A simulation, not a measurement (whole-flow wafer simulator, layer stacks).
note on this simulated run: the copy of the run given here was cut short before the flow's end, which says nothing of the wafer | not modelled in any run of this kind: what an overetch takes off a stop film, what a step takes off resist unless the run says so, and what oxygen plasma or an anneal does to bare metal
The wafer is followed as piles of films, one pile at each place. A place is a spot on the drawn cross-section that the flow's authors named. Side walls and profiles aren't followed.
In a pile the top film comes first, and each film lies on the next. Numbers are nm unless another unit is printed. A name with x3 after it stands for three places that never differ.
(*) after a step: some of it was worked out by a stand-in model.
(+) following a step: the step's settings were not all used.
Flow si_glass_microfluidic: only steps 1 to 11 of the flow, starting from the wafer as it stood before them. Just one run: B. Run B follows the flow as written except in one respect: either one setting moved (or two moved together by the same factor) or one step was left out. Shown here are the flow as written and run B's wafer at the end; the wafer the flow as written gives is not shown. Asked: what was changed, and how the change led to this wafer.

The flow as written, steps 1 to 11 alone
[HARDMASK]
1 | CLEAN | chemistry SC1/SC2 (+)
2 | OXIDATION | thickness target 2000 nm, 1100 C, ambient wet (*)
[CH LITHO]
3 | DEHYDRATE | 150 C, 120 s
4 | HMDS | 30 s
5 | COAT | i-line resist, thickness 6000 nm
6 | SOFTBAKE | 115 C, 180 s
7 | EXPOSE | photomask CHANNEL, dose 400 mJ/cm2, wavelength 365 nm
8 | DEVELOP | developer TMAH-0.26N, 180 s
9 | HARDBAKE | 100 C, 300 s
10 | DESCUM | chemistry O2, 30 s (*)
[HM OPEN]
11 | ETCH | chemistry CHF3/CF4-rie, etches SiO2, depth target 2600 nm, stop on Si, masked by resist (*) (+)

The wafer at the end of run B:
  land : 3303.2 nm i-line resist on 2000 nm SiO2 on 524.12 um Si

Cause: step 5, COAT: thickness 4200 nm was run, while the flow as written has thickness 6000 nm.

How this came from the change, step by step:
  5 | COAT | i-line resist, thickness 6000 nm
      land, ch100 x9: i-line resist gains 4200 (new film) (as written it would have been: i-line resist gains 6000 (new film))
  8 | DEVELOP | developer TMAH-0.26N, 180 s
      ch100 x9: i-line resist loses 4200 (all of it) (as written it would have been: i-line resist loses 6000 (all of it))
  9 | HARDBAKE | 100 C, 300 s
      land: i-line resist loses 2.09 (as written it would have been: i-line resist loses 7.06)
